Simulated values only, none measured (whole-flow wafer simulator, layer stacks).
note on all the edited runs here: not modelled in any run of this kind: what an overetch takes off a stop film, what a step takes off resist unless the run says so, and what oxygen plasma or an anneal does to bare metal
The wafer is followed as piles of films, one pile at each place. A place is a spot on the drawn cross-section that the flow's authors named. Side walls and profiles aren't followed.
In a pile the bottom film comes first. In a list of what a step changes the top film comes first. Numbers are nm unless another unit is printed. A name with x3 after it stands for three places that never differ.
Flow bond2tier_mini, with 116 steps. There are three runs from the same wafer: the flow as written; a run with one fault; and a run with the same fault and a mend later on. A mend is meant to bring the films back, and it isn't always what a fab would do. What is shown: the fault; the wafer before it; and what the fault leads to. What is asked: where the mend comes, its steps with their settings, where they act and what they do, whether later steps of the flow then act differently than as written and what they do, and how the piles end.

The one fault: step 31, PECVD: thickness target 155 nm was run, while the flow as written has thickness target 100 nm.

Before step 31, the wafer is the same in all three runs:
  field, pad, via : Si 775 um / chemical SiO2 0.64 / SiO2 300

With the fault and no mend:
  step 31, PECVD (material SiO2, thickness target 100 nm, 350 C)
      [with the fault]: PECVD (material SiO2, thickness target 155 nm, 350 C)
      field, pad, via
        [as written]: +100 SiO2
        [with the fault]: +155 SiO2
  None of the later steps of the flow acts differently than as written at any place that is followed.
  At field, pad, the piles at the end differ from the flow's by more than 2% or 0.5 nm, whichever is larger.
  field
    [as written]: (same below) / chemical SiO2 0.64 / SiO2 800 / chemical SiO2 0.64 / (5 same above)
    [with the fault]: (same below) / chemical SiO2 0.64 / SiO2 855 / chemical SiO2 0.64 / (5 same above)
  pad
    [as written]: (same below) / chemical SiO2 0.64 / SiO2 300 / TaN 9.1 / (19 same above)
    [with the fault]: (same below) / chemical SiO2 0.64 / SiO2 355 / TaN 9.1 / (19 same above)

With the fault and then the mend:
  The mend stands after step 31.
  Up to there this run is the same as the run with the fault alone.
  step 31a, ETCH (chemistry CHF3/CF4-rie, etches SiO2, depth target 55 nm) (a further turn of the flow's step 9, with different settings)
      field, pad, via
        -55 SiO2
  None of the later steps of the flow acts differently than as written at any place that is followed.
  By the end, the piles equal the flow's at every place that both follow.
